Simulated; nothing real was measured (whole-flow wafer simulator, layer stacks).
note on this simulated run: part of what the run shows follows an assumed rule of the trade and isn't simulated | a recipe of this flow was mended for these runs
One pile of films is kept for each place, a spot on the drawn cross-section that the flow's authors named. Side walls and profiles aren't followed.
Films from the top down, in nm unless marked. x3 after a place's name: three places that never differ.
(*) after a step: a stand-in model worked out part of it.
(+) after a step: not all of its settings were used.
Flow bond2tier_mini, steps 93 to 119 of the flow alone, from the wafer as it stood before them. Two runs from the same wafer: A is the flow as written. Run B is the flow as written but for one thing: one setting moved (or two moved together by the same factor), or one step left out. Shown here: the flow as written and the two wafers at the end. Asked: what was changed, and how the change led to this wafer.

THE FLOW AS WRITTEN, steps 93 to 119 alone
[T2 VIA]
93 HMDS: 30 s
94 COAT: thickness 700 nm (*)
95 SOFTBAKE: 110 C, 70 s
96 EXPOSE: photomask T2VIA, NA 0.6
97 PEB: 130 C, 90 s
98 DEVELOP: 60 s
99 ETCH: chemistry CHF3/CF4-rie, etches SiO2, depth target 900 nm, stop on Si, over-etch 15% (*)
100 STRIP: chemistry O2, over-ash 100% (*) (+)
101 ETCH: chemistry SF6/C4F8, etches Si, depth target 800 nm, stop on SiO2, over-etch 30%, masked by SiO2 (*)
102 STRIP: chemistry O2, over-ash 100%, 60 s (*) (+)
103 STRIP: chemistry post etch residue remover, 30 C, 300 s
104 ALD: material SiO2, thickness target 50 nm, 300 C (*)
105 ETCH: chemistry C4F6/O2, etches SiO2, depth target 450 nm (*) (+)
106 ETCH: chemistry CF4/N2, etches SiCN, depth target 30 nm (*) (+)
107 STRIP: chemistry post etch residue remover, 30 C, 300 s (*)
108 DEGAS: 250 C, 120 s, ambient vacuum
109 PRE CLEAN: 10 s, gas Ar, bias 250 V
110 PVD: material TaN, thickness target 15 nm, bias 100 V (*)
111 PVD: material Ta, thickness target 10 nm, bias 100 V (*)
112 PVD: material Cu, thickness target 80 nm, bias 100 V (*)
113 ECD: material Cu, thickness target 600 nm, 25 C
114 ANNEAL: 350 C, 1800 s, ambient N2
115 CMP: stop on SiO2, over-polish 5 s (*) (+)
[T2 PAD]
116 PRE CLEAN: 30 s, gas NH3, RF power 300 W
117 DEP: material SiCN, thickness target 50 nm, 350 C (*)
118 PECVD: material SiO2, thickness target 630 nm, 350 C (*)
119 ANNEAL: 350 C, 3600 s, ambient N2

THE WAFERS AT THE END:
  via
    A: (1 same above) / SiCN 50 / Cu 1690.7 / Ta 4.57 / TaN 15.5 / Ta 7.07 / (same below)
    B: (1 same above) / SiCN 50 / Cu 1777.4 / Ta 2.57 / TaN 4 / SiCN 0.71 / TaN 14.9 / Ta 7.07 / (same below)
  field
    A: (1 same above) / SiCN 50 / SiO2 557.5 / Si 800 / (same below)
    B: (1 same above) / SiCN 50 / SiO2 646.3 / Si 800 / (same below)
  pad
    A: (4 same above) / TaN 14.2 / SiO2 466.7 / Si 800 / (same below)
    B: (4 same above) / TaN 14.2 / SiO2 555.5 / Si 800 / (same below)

The cause: step 104, ALD: thickness target 138.8 nm was run, where the flow has thickness target 50 nm.

How the change led to this, step by step:
  104 ALD: material SiO2, thickness target 50 nm, 300 C (*)
      field, pad, via: A SiO2 +50 | B SiO2 +138.8
  105 ETCH: chemistry C4F6/O2, etches SiO2, depth target 450 nm (*) (+)
      via: A SiO2 -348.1 (all of it), SiCN -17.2 | B SiO2 -436.9 (all of it), SiCN -2.2
  106 ETCH: chemistry CF4/N2, etches SiCN, depth target 30 nm (*) (+)
      via: A SiCN -17.6 (all of it), TaN -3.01 | B SiCN -30
  109 PRE CLEAN: 10 s, gas Ar, bias 250 V
      via: A TaN -3.19 | B SiCN -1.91
  110 PVD: material TaN, thickness target 15 nm, bias 100 V (*)
      via: A TaN +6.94 | B TaN +4 (new film)
  111 PVD: material Ta, thickness target 10 nm, bias 100 V (*)
      via: A Ta +4.57 (new film) | B Ta +2.57 (new film)
  112 PVD: material Cu, thickness target 80 nm, bias 100 V (*)
      via: A Cu +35 (new film) | B Cu +16.8 (new film)
  113 ECD: material Cu, thickness target 600 nm, 25 C
      via: A Cu +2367 | B Cu +2471.9
Counting metal films that touch as one body, via has 2 bodies (between them, from the top down: SiCN 0.71); the flow as written gives 1 body.
